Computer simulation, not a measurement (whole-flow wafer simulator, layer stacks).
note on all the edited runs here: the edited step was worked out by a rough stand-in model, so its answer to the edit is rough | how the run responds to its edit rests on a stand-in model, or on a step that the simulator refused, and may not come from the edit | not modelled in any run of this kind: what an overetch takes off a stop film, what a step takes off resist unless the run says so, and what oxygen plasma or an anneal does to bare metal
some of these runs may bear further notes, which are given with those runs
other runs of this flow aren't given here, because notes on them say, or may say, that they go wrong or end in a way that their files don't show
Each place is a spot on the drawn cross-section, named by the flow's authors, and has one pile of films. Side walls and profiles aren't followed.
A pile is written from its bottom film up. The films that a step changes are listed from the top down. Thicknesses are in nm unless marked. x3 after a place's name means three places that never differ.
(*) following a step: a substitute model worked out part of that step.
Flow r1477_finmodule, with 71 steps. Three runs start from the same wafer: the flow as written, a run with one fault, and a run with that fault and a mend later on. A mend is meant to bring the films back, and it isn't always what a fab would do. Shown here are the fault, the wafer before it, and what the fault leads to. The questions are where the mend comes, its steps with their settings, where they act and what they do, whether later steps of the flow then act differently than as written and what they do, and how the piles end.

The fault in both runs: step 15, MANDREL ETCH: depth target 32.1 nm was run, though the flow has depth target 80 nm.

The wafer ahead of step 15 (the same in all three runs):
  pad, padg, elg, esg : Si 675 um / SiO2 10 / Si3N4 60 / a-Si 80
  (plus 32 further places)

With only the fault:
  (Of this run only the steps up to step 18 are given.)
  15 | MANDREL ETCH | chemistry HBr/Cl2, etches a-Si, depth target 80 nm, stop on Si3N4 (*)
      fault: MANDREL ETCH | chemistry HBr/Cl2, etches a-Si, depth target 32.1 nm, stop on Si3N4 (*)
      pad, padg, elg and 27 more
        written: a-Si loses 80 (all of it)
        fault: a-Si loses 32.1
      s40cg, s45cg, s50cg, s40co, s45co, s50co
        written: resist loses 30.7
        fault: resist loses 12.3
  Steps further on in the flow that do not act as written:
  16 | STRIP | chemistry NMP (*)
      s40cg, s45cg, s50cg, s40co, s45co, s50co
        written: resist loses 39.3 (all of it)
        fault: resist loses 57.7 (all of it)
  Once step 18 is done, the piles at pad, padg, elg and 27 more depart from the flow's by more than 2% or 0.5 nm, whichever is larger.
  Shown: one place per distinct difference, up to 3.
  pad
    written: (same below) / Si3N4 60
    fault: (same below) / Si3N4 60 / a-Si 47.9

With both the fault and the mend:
  The mend follows step 16.
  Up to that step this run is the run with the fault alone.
  16a | DEHYDRATE | 150 C, 120 s (the flow's step 9, run once more)
      leaves every film unchanged at each place that is followed
  16b | COAT | resist, thickness 70 nm (*) (the flow's step 10, run once more)
      pad, padg, elg and 15 more
        resist gains 70 (new film)
      s40cg, s40co
        resist gains 48.9 (new film)
      s40sg, s40so
        resist gains 80.5 (new film)
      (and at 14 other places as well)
  16c | SOFTBAKE | 180 C, 180 s (*) (the flow's step 11, run once more)
      leaves every film unchanged at each place that is followed
  16d | EXPOSE | resist, photomask FIN MANDREL (the flow's step 12, run once more)
      leaves every film unchanged at each place that is followed
  16e | DEVELOP (*) (the flow's step 13, run once more)
      pad, padg, elg and 15 more
        resist loses 70 (all of it)
      s40sg, s40so
        resist loses 80.5 (all of it)
      s40sg_line, s40so_line
        resist loses 80.7 (all of it)
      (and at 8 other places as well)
  16f | MANDREL ETCH | chemistry HBr/Cl2, etches a-Si, depth target 47.9 nm, stop on Si3N4 (*) (the flow's step 15, run once more with other settings)
      pad, padg, elg and 27 more
        a-Si loses 47.9 (all of it)
      s40cg, s45cg, s50cg, s40co, s45co, s50co
        resist loses 18.4
  16g | STRIP | chemistry NMP (*) (the flow's step 16, run once more)
      s40cg, s40co
        resist loses 30.5 (all of it)
      s45cg, s45co
        resist loses 31.8 (all of it)
      s50cg, s50co
        resist loses 33.2 (all of it)
  Every later step of the flow that is run acts as written at every place that is followed.
  By the end, the piles equal the flow's at every place that both follow.
